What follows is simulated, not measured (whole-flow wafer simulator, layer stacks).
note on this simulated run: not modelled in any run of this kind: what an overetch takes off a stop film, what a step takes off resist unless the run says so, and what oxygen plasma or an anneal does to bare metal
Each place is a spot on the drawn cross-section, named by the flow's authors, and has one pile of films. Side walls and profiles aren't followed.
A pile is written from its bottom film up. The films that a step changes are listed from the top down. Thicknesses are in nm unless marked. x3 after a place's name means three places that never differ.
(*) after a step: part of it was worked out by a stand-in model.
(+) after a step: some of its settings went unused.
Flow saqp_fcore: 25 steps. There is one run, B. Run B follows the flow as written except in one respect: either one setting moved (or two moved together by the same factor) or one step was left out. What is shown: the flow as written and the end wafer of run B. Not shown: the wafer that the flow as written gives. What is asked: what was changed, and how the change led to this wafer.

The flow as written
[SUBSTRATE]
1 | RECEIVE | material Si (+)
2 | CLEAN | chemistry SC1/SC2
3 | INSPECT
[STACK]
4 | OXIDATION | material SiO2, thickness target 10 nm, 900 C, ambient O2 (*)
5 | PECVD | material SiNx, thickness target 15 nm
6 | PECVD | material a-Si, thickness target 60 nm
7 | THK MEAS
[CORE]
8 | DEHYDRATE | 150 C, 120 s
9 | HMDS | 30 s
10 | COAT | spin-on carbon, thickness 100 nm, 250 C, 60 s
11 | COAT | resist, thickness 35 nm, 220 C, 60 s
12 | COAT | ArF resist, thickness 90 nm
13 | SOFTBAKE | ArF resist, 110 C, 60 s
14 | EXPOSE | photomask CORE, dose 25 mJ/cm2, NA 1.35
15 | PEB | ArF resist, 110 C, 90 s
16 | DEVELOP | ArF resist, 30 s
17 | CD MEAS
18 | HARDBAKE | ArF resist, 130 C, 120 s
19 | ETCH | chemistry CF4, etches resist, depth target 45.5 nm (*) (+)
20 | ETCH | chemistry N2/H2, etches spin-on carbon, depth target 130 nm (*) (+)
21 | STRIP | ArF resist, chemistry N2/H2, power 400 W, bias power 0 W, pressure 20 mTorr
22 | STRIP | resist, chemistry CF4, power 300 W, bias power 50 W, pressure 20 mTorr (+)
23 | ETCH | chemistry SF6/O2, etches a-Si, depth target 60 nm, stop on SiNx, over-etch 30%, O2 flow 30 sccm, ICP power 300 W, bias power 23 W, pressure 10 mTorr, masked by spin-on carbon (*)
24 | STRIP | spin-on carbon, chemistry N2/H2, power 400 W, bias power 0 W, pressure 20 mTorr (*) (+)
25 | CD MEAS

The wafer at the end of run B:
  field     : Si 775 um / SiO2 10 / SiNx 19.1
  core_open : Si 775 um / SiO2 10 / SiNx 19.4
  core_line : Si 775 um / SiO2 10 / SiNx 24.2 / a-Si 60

What caused this: step 5, PECVD: thickness target 24.2 nm was run, though the flow has thickness target 15 nm.
The wafer lets one read it off: core_line has SiNx 24.2, and step 5 as written asks for 15 nm.

Step by step, how the change led to this:
  5 | PECVD | material SiNx, thickness target 15 nm
      field, core_open, core_line: SiNx gains 24.2 (new film) (it would be, as written: SiNx gains 15 (new film))
